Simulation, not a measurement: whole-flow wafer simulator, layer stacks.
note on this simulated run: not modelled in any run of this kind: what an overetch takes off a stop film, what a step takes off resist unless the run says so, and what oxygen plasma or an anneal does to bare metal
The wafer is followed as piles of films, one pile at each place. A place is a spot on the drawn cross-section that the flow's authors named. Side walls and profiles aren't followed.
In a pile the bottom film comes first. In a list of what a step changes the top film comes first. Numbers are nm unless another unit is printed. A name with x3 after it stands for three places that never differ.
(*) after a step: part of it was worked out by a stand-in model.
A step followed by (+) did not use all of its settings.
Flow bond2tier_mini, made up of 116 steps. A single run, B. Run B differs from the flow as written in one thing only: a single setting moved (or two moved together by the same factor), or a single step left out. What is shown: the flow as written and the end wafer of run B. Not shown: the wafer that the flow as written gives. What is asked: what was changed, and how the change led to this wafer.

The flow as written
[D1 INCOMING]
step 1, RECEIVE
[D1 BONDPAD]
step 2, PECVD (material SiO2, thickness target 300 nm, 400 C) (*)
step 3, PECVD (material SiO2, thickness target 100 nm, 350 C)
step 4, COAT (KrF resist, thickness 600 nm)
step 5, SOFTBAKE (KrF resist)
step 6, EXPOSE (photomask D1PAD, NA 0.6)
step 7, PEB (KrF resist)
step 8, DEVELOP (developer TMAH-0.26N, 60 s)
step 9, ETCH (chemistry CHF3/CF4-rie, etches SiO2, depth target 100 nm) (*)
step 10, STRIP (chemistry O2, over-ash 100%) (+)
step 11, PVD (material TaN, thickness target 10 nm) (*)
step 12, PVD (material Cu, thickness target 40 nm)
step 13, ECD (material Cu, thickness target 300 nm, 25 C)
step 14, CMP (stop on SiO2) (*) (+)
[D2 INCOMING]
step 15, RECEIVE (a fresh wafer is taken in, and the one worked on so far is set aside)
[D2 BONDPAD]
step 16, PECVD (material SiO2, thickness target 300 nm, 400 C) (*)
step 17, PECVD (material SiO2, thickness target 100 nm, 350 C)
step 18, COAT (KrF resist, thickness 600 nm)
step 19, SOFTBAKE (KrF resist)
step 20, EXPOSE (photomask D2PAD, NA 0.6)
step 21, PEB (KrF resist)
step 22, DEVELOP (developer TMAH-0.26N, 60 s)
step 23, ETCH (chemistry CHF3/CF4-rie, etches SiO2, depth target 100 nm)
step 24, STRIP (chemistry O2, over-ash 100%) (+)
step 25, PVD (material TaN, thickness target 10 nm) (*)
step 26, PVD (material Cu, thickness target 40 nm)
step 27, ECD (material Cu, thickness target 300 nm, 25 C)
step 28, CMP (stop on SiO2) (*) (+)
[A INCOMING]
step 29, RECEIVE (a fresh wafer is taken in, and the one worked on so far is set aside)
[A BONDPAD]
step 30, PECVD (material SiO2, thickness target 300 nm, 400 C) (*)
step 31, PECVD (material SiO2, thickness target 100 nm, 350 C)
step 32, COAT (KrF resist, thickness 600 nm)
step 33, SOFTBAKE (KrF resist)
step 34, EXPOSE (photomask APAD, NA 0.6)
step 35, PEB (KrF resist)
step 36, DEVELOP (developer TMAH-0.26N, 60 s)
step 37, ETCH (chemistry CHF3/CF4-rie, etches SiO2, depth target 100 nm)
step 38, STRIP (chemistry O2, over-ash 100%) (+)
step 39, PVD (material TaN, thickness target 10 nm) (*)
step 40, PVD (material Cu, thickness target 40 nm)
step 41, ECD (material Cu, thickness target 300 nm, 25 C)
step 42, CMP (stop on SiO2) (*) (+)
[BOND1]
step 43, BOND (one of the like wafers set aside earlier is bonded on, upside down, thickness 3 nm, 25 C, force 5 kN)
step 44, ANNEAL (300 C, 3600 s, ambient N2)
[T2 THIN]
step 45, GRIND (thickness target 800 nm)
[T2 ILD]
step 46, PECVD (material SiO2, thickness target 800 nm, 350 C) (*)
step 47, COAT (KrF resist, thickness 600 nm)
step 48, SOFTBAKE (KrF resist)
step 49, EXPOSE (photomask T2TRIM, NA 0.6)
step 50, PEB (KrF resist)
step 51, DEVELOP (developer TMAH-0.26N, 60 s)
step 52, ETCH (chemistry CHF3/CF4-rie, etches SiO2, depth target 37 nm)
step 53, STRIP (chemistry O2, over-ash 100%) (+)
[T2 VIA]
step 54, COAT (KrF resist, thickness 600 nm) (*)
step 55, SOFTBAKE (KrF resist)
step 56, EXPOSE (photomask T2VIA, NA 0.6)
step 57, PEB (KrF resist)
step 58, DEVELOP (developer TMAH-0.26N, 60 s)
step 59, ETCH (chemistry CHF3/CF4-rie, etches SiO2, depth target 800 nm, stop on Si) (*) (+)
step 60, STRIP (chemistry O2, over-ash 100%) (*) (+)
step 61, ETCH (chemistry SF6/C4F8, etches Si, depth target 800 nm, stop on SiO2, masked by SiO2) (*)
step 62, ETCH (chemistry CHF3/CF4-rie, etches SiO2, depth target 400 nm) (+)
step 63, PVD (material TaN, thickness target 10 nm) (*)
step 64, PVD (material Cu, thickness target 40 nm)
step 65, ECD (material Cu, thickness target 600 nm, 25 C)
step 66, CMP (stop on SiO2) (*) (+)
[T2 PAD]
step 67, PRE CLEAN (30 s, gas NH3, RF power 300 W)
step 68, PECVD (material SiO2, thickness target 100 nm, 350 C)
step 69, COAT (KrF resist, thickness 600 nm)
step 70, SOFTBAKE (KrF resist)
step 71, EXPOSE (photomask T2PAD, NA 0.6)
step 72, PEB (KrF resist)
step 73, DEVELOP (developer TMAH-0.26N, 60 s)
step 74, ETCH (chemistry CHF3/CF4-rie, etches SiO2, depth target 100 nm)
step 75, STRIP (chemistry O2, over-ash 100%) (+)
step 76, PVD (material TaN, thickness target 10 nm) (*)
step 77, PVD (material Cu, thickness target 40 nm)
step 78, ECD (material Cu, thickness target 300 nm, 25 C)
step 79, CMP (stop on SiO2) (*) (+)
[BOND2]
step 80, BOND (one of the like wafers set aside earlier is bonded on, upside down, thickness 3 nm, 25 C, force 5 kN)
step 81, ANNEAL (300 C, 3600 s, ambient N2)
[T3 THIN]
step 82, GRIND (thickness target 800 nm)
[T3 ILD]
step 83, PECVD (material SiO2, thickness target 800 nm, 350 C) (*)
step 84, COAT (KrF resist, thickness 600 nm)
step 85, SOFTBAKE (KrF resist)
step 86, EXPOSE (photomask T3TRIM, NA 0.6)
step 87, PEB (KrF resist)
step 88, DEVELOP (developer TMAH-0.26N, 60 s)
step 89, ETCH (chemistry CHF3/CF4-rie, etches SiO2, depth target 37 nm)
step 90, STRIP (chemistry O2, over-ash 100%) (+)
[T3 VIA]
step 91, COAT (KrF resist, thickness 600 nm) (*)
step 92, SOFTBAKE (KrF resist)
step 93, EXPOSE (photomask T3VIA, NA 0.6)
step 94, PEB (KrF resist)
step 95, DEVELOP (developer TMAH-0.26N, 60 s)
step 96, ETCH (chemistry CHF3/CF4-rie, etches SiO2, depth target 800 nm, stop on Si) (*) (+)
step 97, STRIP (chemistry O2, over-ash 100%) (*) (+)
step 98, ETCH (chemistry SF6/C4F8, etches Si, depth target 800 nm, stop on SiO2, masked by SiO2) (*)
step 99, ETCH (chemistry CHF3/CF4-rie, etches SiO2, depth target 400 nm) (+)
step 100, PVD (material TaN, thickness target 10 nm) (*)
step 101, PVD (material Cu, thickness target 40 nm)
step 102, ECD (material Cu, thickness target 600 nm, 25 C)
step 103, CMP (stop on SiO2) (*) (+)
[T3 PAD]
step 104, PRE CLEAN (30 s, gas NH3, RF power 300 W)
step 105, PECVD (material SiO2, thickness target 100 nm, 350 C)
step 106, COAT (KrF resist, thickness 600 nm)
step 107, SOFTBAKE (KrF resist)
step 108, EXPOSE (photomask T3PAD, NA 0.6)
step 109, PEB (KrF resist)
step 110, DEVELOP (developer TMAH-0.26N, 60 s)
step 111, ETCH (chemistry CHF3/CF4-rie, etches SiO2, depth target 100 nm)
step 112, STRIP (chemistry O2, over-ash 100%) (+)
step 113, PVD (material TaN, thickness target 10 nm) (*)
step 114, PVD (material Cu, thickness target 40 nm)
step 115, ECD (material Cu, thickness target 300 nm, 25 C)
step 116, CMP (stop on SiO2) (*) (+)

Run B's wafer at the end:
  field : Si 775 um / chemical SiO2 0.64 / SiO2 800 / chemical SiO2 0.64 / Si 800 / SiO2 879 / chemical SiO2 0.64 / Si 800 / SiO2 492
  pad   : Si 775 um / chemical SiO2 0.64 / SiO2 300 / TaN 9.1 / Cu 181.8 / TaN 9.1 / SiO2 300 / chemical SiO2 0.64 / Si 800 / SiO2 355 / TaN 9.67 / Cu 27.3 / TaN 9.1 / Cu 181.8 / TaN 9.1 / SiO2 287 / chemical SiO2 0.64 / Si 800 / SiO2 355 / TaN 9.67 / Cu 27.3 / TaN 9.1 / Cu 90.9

Cause: step 17, PECVD: thickness target 87 nm was run, whereas the flow has thickness target 100 nm.

How this came from the change, step by step:
  step 17, PECVD (material SiO2, thickness target 100 nm, 350 C)
      field, pad, via: +87 SiO2 (as written it would have been: +100 SiO2)
  step 80, BOND (one of the like wafers set aside earlier is bonded on, upside down, thickness 3 nm, 25 C, force 5 kN)
      field: +775 um Si (new film), +0.64 chemical SiO2 (new film), +387 SiO2 (as written it would have been: +775 um Si (new film), +0.64 chemical SiO2 (new film), +400 SiO2)
      pad: +775 um Si (new film), +0.64 chemical SiO2 (new film), +287 SiO2 (new film), +9.1 TaN (new film), +90.9 Cu (as written it would have been: +775 um Si (new film), +0.64 chemical SiO2 (new film), +300 SiO2 (new film), +9.1 TaN (new film), +90.9 Cu)
